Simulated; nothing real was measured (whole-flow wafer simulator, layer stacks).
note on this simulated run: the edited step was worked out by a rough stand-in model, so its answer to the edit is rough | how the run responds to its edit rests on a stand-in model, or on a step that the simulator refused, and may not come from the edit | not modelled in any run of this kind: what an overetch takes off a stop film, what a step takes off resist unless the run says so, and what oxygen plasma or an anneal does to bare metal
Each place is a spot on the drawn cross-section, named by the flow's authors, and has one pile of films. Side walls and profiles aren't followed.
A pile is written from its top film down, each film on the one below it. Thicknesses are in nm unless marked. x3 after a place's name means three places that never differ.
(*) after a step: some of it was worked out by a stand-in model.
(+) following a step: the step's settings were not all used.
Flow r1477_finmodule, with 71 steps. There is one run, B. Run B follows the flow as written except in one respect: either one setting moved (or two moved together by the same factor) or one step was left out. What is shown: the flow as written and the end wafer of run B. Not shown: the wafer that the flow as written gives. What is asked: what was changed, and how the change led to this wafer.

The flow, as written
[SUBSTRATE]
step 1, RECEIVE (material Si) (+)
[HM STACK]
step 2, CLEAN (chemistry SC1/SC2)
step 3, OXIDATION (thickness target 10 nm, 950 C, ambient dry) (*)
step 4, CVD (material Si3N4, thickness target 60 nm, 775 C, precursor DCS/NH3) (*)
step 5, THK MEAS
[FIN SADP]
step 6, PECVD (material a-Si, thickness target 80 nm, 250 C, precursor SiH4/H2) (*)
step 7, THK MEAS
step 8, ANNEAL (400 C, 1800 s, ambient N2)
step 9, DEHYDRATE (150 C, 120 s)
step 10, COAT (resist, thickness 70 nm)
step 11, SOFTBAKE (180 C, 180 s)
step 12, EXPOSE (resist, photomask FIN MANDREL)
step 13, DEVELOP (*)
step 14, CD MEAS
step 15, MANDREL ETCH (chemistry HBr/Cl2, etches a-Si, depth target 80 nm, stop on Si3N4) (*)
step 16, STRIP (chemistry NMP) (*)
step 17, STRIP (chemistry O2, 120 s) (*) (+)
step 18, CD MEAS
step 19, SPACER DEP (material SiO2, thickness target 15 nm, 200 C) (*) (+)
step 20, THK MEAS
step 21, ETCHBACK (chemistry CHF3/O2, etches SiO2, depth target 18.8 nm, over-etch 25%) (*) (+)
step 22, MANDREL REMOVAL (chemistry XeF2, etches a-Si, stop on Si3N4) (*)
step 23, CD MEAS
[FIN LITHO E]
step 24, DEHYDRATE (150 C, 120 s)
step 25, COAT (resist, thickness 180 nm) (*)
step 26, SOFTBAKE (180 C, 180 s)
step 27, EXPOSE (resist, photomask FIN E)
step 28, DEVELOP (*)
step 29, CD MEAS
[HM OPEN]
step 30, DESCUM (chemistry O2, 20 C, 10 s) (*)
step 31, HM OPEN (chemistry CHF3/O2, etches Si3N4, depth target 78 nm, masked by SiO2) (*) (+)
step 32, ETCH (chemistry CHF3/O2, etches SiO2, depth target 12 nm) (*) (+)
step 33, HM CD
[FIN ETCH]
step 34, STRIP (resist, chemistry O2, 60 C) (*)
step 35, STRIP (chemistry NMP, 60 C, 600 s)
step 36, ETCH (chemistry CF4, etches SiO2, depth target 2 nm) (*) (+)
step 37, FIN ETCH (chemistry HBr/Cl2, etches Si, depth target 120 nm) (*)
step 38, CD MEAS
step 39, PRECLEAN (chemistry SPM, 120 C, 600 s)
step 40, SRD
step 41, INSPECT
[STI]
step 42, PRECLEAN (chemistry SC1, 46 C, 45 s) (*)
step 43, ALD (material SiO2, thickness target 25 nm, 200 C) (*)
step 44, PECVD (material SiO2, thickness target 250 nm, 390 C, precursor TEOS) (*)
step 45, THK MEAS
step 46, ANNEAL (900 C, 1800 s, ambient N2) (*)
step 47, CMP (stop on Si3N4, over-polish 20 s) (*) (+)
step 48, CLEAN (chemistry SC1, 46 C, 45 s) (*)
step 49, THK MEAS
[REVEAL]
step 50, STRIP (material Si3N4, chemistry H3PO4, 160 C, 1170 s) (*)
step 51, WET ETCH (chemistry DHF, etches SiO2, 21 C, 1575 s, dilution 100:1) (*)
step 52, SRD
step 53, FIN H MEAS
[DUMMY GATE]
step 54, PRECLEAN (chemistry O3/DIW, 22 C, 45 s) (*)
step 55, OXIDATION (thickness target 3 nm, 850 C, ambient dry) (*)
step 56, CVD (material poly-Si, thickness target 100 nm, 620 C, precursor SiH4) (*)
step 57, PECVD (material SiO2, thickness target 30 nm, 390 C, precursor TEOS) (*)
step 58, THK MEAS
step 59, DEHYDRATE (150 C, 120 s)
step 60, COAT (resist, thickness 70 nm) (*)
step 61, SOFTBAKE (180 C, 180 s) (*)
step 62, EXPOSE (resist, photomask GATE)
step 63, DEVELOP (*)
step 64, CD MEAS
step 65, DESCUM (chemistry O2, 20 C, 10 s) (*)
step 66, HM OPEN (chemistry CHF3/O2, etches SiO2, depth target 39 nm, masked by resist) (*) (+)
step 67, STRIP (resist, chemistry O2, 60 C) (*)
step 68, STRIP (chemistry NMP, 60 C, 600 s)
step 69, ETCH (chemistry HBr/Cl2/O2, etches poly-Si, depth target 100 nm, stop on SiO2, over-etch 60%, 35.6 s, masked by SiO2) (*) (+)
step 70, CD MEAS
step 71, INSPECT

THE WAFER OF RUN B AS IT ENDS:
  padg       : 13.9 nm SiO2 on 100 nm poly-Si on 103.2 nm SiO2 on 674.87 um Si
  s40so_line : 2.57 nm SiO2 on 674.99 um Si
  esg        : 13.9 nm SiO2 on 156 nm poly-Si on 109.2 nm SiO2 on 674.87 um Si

Cause: step 57, PECVD: thickness target 19.2 nm was run, whereas the flow has thickness target 30 nm.

Step by step, how the change led to this:
  step 57, PECVD (material SiO2, thickness target 30 nm, 390 C, precursor TEOS) (*)
      pad, padg, elg and 33 more: +19.2 SiO2 (new film) (it would be, as written: +30 SiO2 (new film))
  step 66, HM OPEN (chemistry CHF3/O2, etches SiO2, depth target 39 nm, masked by resist) (*) (+)
      pad, elo, eso and 15 more: -19.2 SiO2 (all of it), -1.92 poly-Si (it would be, as written: -30 SiO2 (all of it), -1.8 poly-Si)
      padg, elg, esg and 15 more: -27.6 resist (it would be, as written: -37.4 resist)
  step 67, STRIP (resist, chemistry O2, 60 C) (*)
      padg, elg, esg: -25.7 resist (all of it) (it would be, as written: -15.9 resist (all of it))
      e40lg, e100lg: -22.5 resist (all of it) (it would be, as written: -12.8 resist (all of it))
      (and at 13 other places as well)
